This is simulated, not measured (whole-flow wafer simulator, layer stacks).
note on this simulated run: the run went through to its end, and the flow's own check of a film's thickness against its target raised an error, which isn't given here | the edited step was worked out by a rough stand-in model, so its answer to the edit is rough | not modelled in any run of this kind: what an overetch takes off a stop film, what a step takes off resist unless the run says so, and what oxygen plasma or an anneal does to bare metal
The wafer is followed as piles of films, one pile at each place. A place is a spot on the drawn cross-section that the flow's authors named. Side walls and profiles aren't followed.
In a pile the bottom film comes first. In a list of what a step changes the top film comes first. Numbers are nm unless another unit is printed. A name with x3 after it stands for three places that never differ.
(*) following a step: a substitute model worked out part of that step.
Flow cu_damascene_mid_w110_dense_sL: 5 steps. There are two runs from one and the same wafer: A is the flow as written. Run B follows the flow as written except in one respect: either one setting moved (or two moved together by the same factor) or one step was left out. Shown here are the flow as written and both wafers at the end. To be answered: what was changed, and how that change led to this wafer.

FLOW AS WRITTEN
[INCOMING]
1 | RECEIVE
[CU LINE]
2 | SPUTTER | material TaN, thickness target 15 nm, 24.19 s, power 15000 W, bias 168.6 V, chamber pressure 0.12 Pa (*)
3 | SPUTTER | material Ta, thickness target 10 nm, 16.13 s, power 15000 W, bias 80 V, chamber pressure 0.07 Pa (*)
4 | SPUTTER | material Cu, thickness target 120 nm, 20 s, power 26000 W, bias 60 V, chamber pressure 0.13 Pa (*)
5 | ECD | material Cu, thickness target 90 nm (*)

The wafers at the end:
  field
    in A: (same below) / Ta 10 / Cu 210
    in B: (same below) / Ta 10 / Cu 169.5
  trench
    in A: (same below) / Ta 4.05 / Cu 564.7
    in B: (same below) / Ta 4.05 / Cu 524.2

The reason: step 5, ECD: thickness target 49.5 nm was run, though the flow has thickness target 90 nm.

The path from the change to this, step by step:
  5 | ECD | material Cu, thickness target 90 nm (*)
      field: A +90 Cu | B +49.5 Cu
      trench: A +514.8 Cu | B +474.3 Cu
